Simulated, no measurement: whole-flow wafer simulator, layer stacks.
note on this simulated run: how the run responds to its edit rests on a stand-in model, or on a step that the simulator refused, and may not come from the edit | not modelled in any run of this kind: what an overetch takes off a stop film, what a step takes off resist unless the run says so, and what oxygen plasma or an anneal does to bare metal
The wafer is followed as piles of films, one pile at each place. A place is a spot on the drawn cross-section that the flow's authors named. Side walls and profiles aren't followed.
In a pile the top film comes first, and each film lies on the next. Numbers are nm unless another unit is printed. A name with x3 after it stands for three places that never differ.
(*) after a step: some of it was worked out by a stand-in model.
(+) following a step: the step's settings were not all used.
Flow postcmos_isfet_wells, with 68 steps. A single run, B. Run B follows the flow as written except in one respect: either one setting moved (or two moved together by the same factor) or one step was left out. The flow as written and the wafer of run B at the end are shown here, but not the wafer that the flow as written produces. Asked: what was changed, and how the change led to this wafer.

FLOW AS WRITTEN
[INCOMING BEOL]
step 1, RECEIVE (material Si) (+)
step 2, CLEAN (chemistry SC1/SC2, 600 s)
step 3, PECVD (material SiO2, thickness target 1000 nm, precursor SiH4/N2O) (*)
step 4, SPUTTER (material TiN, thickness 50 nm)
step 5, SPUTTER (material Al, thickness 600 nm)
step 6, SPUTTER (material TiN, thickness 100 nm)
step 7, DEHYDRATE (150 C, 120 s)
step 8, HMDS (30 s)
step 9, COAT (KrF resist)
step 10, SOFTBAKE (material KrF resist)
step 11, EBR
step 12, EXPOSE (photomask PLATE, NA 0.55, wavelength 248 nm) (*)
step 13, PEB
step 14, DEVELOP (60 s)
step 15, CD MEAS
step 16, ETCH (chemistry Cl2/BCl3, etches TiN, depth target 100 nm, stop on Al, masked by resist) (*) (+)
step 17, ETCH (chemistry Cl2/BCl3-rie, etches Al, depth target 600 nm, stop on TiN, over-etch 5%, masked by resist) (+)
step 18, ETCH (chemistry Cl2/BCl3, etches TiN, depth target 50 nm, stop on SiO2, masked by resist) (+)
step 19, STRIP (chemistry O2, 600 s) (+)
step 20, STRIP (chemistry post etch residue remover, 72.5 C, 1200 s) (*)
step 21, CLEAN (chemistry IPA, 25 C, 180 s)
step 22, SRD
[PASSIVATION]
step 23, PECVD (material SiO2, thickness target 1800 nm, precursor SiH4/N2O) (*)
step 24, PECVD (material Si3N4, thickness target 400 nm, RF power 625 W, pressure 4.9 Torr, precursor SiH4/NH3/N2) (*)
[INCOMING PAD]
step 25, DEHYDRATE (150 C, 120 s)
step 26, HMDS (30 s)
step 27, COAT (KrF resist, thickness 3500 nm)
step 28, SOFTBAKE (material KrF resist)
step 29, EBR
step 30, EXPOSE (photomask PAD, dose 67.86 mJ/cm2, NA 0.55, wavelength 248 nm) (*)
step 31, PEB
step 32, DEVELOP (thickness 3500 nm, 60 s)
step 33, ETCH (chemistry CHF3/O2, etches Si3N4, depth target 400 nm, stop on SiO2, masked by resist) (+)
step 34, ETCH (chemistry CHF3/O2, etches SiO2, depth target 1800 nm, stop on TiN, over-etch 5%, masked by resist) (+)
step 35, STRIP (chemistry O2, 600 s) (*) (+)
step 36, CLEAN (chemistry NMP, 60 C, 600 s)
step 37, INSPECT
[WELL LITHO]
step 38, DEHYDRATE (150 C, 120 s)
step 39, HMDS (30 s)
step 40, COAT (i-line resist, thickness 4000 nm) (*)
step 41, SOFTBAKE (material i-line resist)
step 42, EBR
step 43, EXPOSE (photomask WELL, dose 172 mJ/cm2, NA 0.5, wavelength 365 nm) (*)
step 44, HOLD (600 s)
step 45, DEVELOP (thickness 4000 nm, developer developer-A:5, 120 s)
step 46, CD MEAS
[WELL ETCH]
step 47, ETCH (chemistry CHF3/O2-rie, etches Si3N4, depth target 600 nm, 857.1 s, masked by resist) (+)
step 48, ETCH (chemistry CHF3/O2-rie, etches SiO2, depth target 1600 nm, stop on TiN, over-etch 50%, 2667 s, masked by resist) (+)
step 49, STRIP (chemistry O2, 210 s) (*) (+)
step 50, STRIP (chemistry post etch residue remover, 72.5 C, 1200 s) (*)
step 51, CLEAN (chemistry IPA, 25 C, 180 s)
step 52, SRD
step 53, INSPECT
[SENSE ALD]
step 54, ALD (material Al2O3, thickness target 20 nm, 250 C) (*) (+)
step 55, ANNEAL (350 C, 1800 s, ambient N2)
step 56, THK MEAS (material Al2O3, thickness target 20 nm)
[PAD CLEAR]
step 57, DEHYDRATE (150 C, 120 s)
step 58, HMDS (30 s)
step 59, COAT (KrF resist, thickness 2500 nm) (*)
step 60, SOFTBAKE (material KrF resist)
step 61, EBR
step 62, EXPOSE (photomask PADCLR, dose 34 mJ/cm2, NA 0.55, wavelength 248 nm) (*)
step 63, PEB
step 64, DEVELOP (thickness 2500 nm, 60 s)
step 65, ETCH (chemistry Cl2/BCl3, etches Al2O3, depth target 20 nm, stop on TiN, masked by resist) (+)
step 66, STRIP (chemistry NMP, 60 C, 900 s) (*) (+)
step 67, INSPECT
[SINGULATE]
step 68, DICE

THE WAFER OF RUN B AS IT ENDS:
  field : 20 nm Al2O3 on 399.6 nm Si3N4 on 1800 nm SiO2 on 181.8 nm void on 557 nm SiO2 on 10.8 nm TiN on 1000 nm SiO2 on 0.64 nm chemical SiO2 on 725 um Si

Cause: step 18, ETCH: depth target 38.8 nm was run, though the flow has depth target 50 nm.

Step by step, how the change led to this:
  step 18, ETCH (chemistry Cl2/BCl3, etches TiN, depth target 50 nm, stop on SiO2, masked by resist) (+)
      field: -38.8 TiN (as written it would have been: -50 TiN (all of it))
      margin, well900, well1300 x3, pad_rim, pad_clr, pad_open: -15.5 KrF resist (as written it would have been: -20 KrF resist)
  step 23, PECVD (material SiO2, thickness target 1800 nm, precursor SiH4/N2O) (*)
      field: +1800 SiO2 (new film), +181.8 void (new film), +557 SiO2 (new film) (as written it would have been: +1800 SiO2 (new film), +189.9 void (new film), +559.7 SiO2)
If metal films that touch count as one body, field has 1 body; the flow as written gives 0 bodies.
